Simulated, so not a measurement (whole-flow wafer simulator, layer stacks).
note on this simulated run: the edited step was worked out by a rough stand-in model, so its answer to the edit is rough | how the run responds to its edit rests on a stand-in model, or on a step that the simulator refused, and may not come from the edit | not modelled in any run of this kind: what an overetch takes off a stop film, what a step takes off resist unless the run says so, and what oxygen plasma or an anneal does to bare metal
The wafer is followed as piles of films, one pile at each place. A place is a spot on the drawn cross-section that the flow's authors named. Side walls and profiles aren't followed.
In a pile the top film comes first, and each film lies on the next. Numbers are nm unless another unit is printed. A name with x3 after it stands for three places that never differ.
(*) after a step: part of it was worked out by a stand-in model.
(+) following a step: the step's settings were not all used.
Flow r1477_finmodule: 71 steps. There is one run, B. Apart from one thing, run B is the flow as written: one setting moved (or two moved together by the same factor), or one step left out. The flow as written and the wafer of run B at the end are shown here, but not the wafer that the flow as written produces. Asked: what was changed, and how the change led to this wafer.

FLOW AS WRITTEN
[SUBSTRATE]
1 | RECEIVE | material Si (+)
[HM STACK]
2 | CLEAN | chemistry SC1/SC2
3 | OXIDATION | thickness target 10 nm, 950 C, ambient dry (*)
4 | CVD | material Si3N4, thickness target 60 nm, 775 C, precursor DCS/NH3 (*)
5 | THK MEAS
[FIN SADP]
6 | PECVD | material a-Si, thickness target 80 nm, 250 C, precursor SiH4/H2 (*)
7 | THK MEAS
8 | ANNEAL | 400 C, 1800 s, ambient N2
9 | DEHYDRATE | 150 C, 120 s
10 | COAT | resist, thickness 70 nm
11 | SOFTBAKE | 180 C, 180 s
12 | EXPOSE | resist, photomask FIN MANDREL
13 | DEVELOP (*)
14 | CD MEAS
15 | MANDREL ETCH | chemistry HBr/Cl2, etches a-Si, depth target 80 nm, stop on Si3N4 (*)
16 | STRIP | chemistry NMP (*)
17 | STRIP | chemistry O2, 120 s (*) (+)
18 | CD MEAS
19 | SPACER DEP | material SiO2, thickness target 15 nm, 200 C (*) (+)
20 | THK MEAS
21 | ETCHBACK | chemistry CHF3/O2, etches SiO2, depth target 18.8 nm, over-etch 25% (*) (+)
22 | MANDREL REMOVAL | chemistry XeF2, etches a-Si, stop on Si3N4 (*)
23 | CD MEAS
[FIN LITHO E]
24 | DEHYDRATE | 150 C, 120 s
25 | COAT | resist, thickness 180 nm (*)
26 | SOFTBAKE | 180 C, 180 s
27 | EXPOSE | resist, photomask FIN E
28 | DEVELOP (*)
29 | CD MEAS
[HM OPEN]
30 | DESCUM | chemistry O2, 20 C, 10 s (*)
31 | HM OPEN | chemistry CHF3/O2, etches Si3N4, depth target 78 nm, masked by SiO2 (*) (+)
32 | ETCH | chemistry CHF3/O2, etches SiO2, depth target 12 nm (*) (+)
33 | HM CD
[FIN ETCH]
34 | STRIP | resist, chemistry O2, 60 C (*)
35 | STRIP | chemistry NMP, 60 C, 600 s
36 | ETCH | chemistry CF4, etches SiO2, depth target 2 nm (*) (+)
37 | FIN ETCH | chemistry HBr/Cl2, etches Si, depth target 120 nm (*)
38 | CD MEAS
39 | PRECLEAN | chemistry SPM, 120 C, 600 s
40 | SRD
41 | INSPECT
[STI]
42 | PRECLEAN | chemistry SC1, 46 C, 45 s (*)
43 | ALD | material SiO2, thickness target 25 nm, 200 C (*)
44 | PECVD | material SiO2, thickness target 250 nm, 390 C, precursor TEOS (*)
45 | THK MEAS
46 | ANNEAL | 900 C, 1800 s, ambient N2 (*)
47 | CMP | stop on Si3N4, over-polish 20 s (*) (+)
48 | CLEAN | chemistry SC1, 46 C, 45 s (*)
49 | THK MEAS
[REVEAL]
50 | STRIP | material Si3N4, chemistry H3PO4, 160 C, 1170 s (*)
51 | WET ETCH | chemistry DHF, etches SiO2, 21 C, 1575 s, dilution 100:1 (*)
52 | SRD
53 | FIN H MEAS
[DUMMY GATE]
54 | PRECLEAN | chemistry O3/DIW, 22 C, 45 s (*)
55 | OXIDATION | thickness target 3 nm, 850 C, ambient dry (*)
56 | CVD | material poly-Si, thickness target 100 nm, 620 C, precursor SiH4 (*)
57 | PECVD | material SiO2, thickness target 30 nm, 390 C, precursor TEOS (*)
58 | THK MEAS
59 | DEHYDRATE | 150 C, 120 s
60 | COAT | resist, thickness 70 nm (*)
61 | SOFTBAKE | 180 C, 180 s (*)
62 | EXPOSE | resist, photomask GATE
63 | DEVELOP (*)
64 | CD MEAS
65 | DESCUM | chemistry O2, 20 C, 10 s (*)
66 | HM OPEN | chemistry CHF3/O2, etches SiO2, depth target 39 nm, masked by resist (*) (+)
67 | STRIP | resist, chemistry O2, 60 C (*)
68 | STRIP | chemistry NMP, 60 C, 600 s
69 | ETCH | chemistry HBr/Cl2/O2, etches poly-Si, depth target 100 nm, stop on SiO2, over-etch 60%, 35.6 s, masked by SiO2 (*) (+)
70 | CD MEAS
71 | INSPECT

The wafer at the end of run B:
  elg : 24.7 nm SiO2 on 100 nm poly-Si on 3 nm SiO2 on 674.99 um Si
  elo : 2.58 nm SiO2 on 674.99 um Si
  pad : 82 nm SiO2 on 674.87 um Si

The reason: step 6, PECVD: thickness target 54 nm was run, though the flow has thickness target 80 nm.

How this came from the change, step by step:
  6 | PECVD | material a-Si, thickness target 80 nm, 250 C, precursor SiH4/H2 (*)
      pad, padg, elg and 33 more: a-Si gains 54 (new film) (as written it would have been: a-Si gains 80 (new film))
  15 | MANDREL ETCH | chemistry HBr/Cl2, etches a-Si, depth target 80 nm, stop on Si3N4 (*)
      pad, padg, elg and 27 more: a-Si loses 54 (all of it) (as written it would have been: a-Si loses 80 (all of it))
  21 | ETCHBACK | chemistry CHF3/O2, etches SiO2, depth target 18.8 nm, over-etch 25% (*) (+)
      s40sg_line, s45sg_line, s50sg_line, s40so_line, s45so_line, s50so_line: SiO2 gains 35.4 (as written it would have been: SiO2 gains 61.4)
  22 | MANDREL REMOVAL | chemistry XeF2, etches a-Si, stop on Si3N4 (*)
      s40cg, s45cg, s50cg, s40co, s45co, s50co: a-Si loses 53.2 (all of it) (as written it would have been: a-Si loses 79.2 (all of it))
  25 | COAT | resist, thickness 180 nm (*)
      s40cg, s40co: resist gains 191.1 (new film) (as written it would have been: resist gains 197.6 (new film))
      s40sg, s40so: resist gains 194.7 (new film) (as written it would have been: resist gains 201.2 (new film))
      (as well as at 14 more places)
  28 | DEVELOP (*)
      s40cg, s40co: resist loses 191.1 (all of it) (as written it would have been: resist loses 197.6 (all of it))
      s40sg, s40so: resist loses 194.7 (all of it) (as written it would have been: resist loses 201.2 (all of it))
      (as well as at 14 more places)
  32 | ETCH | chemistry CHF3/O2, etches SiO2, depth target 12 nm (*) (+)
      s40sg_line, s45sg_line, s50sg_line, s40so_line, s45so_line, s50so_line: SiO2 loses 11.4 (all of it) (as written it would have been: SiO2 loses 12)
      elg, e40lg, e100lg, e200lg, elo, e40lo, e100lo, e200lo: resist loses 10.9 (as written it would have been: resist loses 11.5)
  36 | ETCH | chemistry CF4, etches SiO2, depth target 2 nm (*) (+)
      elg, e40lg, e100lg, e200lg, elo, e40lo, e100lo, e200lo: nothing (as written it would have been: Si3N4 loses 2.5)
      s40sg_line, s45sg_line, s50sg_line, s40so_line, s45so_line, s50so_line: nothing (as written it would have been: SiO2 loses 2)
  37 | FIN ETCH | chemistry HBr/Cl2, etches Si, depth target 120 nm (*)
      s40sg_line, s45sg_line, s50sg_line, s40so_line, s45so_line, s50so_line: Si3N4 loses 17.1 (as written it would have been: SiO2 loses 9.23)
  43 | ALD | material SiO2, thickness target 25 nm, 200 C (*)
      s40sg_line, s45sg_line, s50sg_line, s40so_line, s45so_line, s50so_line: SiO2 gains 25 (new film) (as written it would have been: SiO2 gains 25)
      s40cg, s45cg, s50cg, s40co, s45co, s50co: SiO2 gains 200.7 (new film) (as written it would have been: SiO2 gains 232.1 (new film))
  47 | CMP | stop on Si3N4, over-polish 20 s (*) (+)
      elg, e40lg, e100lg, e200lg, elo, e40lo, e100lo, e200lo: SiO2 loses 263.8 (all of it), Si3N4 loses 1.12 (as written it would have been: SiO2 loses 241.6)
      pad, padg, e40sg and 11 more: SiO2 loses 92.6 (as written it would have been: SiO2 loses 71.8)
      (as well as at 14 more places)
  50 | STRIP | material Si3N4, chemistry H3PO4, 160 C, 1170 s (*)
      elg, e40lg, e100lg, e200lg, elo, e40lo, e100lo, e200lo: Si3N4 loses 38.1 (all of it), SiO2 loses 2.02 (as written it would have been: SiO2 loses 4.28)
      s40sg_line, s45sg_line, s50sg_line, s40so_line, s45so_line, s50so_line: Si3N4 loses 38.1 (all of it), SiO2 loses 2.02 (as written it would have been: Si3N4 loses 58.9 (all of it), SiO2 loses 1.37)
  51 | WET ETCH | chemistry DHF, etches SiO2, 21 C, 1575 s, dilution 100:1 (*)
      elg, e40lg, e100lg, e200lg, elo, e40lo, e100lo, e200lo: SiO2 loses 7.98 (all of it) (as written it would have been: SiO2 loses 17.8 (all of it), Si3N4 loses 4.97)
      s40sg_line, s45sg_line, s50sg_line, s40so_line, s45so_line, s50so_line: SiO2 loses 7.98 (all of it) (as written it would have been: SiO2 loses 8.63 (all of it))
  54 | PRECLEAN | chemistry O3/DIW, 22 C, 45 s (*)
      elg, e40lg, e100lg, e200lg, elo, e40lo, e100lo, e200lo: chemical SiO2 gains 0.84 (new film), Si loses 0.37 (as written it would have been: nothing)
  55 | OXIDATION | thickness target 3 nm, 850 C, ambient dry (*)
      elg, e40lg, e100lg, e200lg, elo, e40lo, e100lo, e200lo: SiO2 gains 3 (new film), chemical SiO2 loses 0.84 (all of it), Si loses 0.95 (as written it would have been: nothing)
  56 | CVD | material poly-Si, thickness target 100 nm, 620 C, precursor SiH4 (*)
      s40cg, s40co: poly-Si gains 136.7 (new film) (as written it would have been: poly-Si gains 113.9 (new film))
      s45cg, s45co: poly-Si gains 136.7 (new film) (as written it would have been: poly-Si gains 113.4 (new film))
      (as well as at 3 more places)
  ... another 3 steps ...
  69 | ETCH | chemistry HBr/Cl2/O2, etches poly-Si, depth target 100 nm, stop on SiO2, over-etch 60%, 35.6 s, masked by SiO2 (*) (+)
      s40co: chemical SiO2 loses 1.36 (all of it), poly-Si loses 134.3 (all of it), SiO2 loses 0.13 (as written it would have been: chemical SiO2 loses 1.46 (all of it), poly-Si loses 111.5 (all of it), SiO2 loses 0.24)
      s45co: chemical SiO2 loses 1.36 (all of it), poly-Si loses 134.3 (all of it), SiO2 loses 0.13 (as written it would have been: chemical SiO2 loses 1.46 (all of it), poly-Si loses 110.9 (all of it), SiO2 loses 0.25)
      (as well as at 1 more place)
